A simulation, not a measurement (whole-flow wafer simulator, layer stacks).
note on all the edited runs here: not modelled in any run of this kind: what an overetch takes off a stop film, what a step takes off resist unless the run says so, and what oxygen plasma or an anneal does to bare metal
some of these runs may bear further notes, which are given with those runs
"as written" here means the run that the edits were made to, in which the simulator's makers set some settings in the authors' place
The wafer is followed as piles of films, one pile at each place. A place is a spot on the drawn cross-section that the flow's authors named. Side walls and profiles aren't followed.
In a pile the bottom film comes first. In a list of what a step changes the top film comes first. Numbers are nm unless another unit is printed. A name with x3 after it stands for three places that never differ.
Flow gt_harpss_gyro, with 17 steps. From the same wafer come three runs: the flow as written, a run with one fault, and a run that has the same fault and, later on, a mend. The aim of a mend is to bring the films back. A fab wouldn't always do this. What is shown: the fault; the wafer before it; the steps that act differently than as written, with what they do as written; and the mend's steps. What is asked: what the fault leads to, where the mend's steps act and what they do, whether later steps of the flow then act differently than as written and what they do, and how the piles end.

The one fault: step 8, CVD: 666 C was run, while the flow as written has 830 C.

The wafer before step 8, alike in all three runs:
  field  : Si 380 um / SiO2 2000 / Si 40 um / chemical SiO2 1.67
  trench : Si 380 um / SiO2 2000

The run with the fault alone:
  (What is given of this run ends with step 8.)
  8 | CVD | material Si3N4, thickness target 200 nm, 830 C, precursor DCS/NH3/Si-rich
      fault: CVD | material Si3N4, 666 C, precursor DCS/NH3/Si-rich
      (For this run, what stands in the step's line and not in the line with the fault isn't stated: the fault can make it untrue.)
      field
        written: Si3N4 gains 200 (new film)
        fault: Si3N4 gains 12.5 (new film)
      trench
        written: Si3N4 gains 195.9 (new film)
        fault: Si3N4 gains 12.5 (new film)
  The piles after step 8 differ from the flow's at field, trench by more than 2% or 0.5 nm, whichever is larger.
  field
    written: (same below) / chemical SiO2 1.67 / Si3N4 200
    fault: (same below) / chemical SiO2 1.67 / Si3N4 12.5
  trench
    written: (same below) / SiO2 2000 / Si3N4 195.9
    fault: (same below) / SiO2 2000 / Si3N4 12.5

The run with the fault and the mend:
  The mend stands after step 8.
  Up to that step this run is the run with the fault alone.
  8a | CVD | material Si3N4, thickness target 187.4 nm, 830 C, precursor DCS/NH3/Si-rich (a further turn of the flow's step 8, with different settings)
      field
        Si3N4 gains 187.4
      trench
        Si3N4 gains 183.5
  Later steps of the flow that are run all act as written at every place that is followed.
  At the end the piles are close to the flow's at the places that both follow, differing by at most 2% or 0.5 nm, whichever is larger.
